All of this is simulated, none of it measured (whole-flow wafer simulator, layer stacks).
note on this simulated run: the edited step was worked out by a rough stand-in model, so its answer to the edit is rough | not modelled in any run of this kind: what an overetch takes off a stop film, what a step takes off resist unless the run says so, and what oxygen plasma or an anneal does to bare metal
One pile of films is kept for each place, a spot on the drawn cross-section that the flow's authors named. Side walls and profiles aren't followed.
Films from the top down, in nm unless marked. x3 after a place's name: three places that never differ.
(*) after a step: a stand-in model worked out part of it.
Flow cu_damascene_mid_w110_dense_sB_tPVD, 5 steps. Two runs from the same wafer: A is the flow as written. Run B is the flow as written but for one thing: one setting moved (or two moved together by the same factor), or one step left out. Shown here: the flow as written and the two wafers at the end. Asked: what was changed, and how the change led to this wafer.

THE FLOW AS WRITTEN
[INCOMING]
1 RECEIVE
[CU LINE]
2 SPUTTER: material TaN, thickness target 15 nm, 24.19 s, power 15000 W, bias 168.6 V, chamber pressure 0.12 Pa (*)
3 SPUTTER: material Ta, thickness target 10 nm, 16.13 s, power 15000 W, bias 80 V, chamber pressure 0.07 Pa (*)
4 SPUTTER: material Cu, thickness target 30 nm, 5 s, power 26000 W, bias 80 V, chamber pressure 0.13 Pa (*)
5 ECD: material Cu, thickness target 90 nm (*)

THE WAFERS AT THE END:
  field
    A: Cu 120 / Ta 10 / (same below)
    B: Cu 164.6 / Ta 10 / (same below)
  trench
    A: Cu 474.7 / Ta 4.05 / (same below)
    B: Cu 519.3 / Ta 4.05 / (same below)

The cause: step 5, ECD: thickness target 134.6 nm was run, where the flow has thickness target 90 nm.

How the change led to this, step by step:
  5 ECD: material Cu, thickness target 90 nm (*)
      field: A Cu +90 | B Cu +134.6
      trench: A Cu +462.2 | B Cu +506.8
